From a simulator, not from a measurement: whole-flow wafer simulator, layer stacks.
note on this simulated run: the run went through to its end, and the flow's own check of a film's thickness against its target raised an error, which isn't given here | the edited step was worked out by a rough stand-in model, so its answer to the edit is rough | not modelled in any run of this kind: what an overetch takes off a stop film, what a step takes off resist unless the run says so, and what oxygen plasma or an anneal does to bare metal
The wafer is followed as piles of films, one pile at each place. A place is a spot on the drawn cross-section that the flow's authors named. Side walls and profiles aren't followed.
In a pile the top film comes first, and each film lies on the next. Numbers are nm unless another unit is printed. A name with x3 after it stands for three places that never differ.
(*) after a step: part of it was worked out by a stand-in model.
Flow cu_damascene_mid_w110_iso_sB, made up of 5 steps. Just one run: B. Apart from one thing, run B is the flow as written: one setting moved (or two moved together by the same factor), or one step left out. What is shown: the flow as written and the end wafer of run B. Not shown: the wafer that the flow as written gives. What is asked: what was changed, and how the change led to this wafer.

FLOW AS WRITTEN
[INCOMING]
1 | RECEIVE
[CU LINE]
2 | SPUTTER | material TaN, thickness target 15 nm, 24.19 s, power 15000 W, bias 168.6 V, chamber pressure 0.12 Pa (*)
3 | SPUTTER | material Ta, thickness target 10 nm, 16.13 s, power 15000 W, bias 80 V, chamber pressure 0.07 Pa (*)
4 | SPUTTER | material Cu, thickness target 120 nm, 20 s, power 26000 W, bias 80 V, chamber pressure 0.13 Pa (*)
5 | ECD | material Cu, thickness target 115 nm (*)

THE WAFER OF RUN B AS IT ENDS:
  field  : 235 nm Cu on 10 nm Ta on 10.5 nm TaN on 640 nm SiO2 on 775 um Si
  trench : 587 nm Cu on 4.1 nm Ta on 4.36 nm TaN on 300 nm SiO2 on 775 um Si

What caused this: step 2, SPUTTER: 16.93 s was run, though the flow has 24.19 s.

How this came from the change, step by step:
  2 | SPUTTER | material TaN, thickness target 15 nm, 24.19 s, power 15000 W, bias 168.6 V, chamber pressure 0.12 Pa (*)
      field: TaN gains 10.5 (new film) (as written it would have been: TaN gains 15 (new film))
      trench: TaN gains 4.36 (new film) (as written it would have been: TaN gains 6.23 (new film))
